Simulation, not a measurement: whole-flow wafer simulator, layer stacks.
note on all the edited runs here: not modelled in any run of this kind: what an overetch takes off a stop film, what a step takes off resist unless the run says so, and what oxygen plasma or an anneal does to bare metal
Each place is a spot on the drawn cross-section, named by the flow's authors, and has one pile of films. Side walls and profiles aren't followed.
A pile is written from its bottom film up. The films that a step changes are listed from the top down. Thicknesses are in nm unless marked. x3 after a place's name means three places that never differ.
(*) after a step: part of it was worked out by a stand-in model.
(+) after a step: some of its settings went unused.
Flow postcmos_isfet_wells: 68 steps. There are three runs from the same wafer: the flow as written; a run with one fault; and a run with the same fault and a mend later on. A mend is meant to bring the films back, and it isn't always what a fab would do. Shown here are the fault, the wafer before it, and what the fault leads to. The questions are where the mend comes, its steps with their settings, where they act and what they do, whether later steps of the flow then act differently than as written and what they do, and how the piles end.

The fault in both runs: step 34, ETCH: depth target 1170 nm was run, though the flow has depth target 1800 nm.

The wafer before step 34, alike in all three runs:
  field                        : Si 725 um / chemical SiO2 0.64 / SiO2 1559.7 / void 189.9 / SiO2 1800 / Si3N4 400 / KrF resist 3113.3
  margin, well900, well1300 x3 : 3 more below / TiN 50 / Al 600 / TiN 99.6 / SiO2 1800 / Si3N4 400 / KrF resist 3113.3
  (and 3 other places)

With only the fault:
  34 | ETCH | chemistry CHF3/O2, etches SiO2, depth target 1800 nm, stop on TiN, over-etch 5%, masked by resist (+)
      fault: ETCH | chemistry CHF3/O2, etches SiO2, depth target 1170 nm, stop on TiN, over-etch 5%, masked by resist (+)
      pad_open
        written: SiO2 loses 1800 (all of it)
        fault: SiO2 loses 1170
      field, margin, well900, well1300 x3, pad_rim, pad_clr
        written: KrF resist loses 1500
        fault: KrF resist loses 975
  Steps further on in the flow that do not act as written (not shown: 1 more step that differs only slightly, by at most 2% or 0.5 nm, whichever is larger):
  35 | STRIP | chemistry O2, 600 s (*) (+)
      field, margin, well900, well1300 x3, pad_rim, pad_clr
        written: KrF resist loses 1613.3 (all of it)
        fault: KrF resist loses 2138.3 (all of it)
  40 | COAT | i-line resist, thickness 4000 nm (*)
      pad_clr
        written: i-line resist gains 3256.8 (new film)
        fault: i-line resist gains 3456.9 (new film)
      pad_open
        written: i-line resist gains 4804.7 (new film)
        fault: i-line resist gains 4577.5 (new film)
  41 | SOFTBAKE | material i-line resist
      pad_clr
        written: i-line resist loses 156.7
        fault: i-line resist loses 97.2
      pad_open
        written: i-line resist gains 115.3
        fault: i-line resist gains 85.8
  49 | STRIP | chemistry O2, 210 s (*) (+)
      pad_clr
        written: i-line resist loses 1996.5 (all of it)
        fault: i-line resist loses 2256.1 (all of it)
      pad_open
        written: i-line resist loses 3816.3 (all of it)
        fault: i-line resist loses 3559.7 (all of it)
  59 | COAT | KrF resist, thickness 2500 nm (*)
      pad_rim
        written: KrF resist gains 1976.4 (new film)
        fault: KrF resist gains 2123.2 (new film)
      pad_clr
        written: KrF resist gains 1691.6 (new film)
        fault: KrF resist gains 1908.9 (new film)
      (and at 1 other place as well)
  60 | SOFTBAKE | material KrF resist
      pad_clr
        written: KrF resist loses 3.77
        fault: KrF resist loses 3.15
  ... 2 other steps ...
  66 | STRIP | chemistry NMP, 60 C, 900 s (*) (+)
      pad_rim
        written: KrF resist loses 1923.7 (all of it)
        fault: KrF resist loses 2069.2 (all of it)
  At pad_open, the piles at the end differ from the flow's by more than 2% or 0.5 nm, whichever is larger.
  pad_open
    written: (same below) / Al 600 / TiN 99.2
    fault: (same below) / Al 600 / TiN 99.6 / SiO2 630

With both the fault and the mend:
  The mend follows step 34.
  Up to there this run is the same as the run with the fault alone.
  34a | ETCH | chemistry CHF3/O2, etches SiO2, depth target 630 nm, stop on TiN, over-etch 5%, masked by resist (a further turn of the flow's step 34, with different settings)
      field, margin, well900, well1300 x3, pad_rim, pad_clr
        KrF resist loses 525
      pad_open
        SiO2 loses 630 (all of it)
  Every later step of the flow that is run acts as written at every place that is followed.
  By the end, the piles equal the flow's at every place that both follow.
